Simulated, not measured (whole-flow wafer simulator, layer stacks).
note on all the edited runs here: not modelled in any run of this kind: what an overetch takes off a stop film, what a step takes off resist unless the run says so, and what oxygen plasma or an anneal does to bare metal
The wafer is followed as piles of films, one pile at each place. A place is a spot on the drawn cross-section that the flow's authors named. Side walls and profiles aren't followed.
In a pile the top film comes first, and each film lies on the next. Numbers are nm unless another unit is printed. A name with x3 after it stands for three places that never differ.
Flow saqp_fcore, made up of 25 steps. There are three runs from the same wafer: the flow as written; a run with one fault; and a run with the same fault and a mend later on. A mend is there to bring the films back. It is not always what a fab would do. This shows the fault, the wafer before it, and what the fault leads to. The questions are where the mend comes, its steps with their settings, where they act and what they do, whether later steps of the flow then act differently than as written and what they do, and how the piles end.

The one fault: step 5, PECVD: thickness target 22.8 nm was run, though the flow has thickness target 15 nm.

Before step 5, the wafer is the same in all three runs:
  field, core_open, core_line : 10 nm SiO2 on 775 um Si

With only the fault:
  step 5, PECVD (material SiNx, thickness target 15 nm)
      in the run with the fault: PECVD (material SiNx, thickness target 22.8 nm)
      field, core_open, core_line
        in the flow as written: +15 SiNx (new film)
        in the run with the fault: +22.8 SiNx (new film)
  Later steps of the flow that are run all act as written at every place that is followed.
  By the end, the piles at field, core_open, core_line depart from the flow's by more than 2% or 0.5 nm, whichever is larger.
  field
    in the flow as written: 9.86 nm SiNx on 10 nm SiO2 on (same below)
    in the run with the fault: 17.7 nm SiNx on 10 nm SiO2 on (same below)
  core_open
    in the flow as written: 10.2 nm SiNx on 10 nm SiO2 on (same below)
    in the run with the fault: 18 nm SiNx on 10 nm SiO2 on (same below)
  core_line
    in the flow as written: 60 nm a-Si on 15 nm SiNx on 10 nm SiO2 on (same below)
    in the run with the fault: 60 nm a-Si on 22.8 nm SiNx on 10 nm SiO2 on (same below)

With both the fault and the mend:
  The mend follows step 5.
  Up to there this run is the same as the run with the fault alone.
  step 5a, ETCH (chemistry h3po4, depth target 26.22 nm)
      field, core_open, core_line
        -22.8 SiNx (all of it)
  step 5b, PECVD (material SiNx, thickness target 15 nm) (a further turn of the flow's step 5)
      field, core_open, core_line
        +15 SiNx (new film)
  Later steps of the flow that are run all act as written at every place that is followed.
  The piles end the same as the flow's at every place that both follow.
